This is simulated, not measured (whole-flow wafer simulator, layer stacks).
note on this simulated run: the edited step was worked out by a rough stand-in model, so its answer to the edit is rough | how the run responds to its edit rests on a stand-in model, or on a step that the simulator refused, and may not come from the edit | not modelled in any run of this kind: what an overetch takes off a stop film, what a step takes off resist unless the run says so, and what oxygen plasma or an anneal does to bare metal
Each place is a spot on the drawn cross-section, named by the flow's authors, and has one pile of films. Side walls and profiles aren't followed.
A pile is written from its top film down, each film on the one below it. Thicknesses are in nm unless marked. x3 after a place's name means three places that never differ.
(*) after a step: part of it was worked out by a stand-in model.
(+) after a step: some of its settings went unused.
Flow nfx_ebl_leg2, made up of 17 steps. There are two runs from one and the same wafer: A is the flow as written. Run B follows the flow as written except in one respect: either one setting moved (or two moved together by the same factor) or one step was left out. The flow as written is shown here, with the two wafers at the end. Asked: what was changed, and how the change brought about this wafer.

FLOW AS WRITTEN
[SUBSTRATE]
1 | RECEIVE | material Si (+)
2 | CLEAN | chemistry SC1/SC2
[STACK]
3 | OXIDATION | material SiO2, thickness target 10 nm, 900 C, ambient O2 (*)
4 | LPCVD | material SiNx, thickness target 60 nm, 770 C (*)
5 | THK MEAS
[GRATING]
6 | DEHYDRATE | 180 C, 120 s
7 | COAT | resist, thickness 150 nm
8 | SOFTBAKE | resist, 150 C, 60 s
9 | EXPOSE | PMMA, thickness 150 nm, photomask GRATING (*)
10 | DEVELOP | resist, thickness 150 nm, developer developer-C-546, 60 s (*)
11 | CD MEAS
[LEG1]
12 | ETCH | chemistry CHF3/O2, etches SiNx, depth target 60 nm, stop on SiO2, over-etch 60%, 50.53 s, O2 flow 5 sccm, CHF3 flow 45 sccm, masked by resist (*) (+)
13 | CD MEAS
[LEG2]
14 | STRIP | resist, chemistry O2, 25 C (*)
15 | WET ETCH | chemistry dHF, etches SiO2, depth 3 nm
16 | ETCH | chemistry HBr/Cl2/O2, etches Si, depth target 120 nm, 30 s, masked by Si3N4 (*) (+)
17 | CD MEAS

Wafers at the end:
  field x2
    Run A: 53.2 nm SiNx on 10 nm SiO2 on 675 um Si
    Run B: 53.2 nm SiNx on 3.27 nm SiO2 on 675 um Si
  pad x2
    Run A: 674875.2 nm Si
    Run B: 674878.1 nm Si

What caused this: step 3, OXIDATION: 765 C was run, whereas the flow has 900 C.

How this came from the change, step by step:
  3 | OXIDATION | material SiO2, thickness target 10 nm, 900 C, ambient O2 (*)
      field x2, pad x2: A SiO2 gains 10 (new film), chemical SiO2 loses 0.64 (all of it), Si loses 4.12 | B SiO2 gains 3.27 (new film), chemical SiO2 loses 0.64 (all of it), Si loses 1.16
  12 | ETCH | chemistry CHF3/O2, etches SiNx, depth target 60 nm, stop on SiO2, over-etch 60%, 50.53 s, O2 flow 5 sccm, CHF3 flow 45 sccm, masked by resist (*) (+)
      pad x2: A SiNx loses 60 (all of it), SiO2 loses 10 (all of it) | B SiNx loses 60 (all of it), SiO2 loses 3.27 (all of it)
